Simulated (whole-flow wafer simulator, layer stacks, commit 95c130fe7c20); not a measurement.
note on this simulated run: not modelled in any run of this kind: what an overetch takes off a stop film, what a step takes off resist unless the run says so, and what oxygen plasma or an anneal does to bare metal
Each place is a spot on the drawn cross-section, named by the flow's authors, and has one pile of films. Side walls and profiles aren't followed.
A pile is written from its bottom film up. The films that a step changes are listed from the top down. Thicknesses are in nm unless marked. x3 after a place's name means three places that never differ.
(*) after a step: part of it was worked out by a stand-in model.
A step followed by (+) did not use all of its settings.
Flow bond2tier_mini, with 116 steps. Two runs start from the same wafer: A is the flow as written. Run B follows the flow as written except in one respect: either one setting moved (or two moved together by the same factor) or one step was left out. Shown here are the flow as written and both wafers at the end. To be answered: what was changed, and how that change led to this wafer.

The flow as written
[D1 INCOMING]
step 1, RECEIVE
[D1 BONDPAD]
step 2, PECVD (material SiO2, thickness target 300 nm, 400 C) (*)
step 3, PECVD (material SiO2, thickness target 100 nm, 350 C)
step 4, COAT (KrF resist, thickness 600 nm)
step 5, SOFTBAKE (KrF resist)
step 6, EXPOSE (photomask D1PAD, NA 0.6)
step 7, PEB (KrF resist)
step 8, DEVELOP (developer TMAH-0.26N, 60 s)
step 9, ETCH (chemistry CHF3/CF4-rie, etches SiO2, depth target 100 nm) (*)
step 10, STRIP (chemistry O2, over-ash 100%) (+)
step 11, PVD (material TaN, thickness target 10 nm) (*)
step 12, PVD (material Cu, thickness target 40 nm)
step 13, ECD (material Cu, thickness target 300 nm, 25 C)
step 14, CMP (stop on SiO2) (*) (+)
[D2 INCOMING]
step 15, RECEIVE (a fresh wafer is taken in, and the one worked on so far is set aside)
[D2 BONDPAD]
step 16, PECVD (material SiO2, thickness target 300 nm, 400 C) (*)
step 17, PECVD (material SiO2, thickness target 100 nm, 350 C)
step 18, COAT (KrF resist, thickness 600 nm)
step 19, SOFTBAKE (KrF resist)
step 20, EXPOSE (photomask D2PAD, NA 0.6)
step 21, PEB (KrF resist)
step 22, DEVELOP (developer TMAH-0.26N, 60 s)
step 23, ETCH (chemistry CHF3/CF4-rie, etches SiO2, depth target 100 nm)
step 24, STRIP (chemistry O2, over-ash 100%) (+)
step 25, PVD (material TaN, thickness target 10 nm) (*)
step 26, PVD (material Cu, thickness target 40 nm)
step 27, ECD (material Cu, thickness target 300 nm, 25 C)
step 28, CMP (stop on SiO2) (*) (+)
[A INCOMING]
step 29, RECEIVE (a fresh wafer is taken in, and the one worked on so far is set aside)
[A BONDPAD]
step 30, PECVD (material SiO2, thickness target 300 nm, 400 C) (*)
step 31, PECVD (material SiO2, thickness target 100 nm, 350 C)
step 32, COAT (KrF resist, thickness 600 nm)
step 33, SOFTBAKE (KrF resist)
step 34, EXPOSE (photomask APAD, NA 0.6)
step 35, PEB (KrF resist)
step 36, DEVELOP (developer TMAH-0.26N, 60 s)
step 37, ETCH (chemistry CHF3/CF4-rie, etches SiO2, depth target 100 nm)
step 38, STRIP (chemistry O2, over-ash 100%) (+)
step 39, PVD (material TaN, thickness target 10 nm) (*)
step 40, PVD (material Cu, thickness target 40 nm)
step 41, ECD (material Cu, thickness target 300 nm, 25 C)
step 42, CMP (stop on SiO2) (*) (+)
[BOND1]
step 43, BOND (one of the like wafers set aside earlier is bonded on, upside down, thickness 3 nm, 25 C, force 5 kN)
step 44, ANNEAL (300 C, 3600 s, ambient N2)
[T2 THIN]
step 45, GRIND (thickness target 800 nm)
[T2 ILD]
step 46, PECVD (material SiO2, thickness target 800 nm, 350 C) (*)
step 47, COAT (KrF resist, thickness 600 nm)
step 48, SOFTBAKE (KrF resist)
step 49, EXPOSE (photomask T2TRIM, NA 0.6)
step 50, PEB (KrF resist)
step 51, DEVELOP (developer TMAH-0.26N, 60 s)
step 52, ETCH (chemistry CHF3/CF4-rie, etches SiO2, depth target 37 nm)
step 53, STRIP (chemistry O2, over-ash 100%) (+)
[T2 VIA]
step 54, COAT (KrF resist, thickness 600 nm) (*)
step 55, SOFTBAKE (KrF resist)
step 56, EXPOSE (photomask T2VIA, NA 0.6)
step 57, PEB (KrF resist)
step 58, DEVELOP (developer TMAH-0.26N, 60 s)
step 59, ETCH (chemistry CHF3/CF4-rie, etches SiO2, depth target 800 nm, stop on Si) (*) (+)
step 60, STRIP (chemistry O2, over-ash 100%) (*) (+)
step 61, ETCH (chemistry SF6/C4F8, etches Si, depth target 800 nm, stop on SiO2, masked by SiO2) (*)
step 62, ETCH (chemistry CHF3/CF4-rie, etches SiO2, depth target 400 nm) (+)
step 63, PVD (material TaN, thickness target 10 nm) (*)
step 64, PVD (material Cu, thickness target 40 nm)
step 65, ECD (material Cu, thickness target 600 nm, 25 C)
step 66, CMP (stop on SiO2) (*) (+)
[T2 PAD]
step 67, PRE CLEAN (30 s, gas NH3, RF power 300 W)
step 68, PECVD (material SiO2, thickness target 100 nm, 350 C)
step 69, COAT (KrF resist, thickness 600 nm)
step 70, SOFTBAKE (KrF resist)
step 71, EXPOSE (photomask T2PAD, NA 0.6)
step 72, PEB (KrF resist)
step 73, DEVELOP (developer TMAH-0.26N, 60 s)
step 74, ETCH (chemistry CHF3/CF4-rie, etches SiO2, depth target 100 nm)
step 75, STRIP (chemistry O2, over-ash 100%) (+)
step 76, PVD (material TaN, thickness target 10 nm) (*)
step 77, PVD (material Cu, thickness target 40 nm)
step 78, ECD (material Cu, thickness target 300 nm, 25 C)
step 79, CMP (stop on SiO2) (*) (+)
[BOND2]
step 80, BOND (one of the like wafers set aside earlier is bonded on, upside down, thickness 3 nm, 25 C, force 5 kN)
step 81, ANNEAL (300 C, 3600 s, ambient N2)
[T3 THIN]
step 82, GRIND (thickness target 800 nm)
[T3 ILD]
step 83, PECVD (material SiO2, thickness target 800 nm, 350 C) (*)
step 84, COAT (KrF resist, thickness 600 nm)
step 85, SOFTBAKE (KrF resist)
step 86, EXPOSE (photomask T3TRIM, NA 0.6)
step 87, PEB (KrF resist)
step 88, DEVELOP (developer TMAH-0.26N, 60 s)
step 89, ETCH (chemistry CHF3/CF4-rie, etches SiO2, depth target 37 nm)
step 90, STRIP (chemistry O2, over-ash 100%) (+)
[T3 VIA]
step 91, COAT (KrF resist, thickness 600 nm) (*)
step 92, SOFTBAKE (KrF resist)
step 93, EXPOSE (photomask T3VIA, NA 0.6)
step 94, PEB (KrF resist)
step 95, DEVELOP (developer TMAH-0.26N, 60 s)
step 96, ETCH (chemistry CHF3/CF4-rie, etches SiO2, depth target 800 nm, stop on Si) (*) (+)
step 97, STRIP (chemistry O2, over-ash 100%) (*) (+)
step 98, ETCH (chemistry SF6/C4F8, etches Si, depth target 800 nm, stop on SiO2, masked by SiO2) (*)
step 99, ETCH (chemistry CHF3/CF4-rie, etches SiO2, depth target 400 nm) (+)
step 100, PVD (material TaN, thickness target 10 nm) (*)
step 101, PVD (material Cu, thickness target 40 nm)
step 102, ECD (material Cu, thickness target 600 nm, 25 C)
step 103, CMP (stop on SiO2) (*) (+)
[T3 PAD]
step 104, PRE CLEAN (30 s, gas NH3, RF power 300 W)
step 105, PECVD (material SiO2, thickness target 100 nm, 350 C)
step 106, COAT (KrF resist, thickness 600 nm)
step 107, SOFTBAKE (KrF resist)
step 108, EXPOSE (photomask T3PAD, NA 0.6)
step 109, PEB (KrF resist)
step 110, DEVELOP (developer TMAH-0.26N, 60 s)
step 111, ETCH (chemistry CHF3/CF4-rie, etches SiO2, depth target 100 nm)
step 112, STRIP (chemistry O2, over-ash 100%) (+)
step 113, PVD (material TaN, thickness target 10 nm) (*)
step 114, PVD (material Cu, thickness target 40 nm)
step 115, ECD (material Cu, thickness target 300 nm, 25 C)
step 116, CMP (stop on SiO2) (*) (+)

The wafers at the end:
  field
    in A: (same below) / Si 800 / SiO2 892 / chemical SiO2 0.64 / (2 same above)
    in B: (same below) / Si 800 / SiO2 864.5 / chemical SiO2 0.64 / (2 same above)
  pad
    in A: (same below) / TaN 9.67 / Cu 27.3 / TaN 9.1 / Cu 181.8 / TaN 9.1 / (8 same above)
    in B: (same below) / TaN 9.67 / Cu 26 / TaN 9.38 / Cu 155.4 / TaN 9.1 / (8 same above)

What caused this: step 68, PECVD: thickness target 72.5 nm was run, whereas the flow has thickness target 100 nm.

Step by step, how the change led to this:
  step 68, PECVD (material SiO2, thickness target 100 nm, 350 C)
      field: A +100 SiO2 | B +72.5 SiO2
      pad: A +100 SiO2 (new film) | B +72.5 SiO2 (new film)
  step 74, ETCH (chemistry CHF3/CF4-rie, etches SiO2, depth target 100 nm)
      pad: A -100 SiO2 (all of it) | B -72.5 SiO2 (all of it), -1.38 Cu
  step 77, PVD (material Cu, thickness target 40 nm)
      pad: A +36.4 Cu (new film) | B +37.3 Cu (new film)
  step 78, ECD (material Cu, thickness target 300 nm, 25 C)
      pad: A +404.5 Cu | B +377.2 Cu
